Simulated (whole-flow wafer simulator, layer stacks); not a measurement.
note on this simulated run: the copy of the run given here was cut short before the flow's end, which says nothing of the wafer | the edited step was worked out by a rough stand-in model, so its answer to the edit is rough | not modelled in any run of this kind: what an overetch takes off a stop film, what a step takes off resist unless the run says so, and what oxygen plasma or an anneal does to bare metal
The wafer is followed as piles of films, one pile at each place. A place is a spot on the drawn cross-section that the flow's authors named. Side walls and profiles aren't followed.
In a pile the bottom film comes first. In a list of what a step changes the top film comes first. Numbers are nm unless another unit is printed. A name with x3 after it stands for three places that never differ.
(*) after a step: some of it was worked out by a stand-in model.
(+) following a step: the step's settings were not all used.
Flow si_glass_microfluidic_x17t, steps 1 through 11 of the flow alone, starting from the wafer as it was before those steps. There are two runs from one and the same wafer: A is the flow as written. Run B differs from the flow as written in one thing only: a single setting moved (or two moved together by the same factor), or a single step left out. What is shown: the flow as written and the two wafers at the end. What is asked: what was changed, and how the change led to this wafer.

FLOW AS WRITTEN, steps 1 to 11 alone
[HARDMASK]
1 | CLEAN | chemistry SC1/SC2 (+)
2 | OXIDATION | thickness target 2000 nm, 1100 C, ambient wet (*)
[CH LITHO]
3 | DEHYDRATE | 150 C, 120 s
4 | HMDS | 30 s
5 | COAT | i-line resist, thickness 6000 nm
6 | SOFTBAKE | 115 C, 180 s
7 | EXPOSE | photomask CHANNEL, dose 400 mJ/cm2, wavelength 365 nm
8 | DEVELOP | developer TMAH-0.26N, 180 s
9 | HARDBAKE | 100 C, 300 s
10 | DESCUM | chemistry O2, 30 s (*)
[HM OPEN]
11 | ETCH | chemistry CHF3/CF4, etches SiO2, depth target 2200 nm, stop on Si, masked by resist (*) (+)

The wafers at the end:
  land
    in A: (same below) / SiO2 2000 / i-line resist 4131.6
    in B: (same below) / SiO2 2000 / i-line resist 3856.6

The reason: step 11, ETCH: depth target 2530 nm was run, though the flow has depth target 2200 nm.

Step by step, how the change led to this:
  11 | ETCH | chemistry CHF3/CF4, etches SiO2, depth target 2200 nm, stop on Si, masked by resist (*) (+)
      land: A -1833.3 i-line resist | B -2108.3 i-line resist
